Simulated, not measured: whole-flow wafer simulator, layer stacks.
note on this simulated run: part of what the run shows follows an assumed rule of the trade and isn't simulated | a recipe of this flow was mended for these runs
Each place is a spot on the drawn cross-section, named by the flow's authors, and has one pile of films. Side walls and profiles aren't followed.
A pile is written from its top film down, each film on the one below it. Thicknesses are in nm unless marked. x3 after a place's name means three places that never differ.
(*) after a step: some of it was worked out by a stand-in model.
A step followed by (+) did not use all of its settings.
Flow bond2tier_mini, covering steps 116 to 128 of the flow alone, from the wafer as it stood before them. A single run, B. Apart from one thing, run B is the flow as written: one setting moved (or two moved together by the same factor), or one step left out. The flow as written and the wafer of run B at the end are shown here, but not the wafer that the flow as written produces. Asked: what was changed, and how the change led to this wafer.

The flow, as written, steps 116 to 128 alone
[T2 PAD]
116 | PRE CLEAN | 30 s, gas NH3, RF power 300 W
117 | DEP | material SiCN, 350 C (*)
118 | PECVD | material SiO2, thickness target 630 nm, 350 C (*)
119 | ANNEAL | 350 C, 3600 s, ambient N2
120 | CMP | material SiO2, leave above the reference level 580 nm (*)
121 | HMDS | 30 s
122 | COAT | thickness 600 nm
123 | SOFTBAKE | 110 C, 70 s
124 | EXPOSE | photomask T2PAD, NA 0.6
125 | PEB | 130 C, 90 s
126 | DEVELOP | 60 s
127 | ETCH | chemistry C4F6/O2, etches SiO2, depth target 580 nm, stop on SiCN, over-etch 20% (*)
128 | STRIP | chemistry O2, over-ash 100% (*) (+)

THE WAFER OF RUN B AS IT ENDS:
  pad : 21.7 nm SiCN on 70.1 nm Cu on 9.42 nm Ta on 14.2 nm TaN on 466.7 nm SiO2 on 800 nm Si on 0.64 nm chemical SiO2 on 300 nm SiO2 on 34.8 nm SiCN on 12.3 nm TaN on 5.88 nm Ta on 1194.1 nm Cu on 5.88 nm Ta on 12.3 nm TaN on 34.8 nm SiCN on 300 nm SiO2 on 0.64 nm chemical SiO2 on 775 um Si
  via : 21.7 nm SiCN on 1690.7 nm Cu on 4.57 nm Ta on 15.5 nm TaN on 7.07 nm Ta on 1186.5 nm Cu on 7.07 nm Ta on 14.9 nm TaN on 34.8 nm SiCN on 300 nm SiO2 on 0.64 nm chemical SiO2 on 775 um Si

Cause: step 127, ETCH: depth target 623.3 nm was run, whereas the flow has depth target 580 nm.

How this came from the change, step by step:
  127 | ETCH | chemistry C4F6/O2, etches SiO2, depth target 580 nm, stop on SiCN, over-etch 20% (*)
      pad, via: SiO2 loses 580 (all of it), SiCN loses 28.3 (it would be, as written: SiO2 loses 580 (all of it), SiCN loses 19.6)
      field: thick-KrF-resist loses 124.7 (it would be, as written: thick-KrF-resist loses 116)
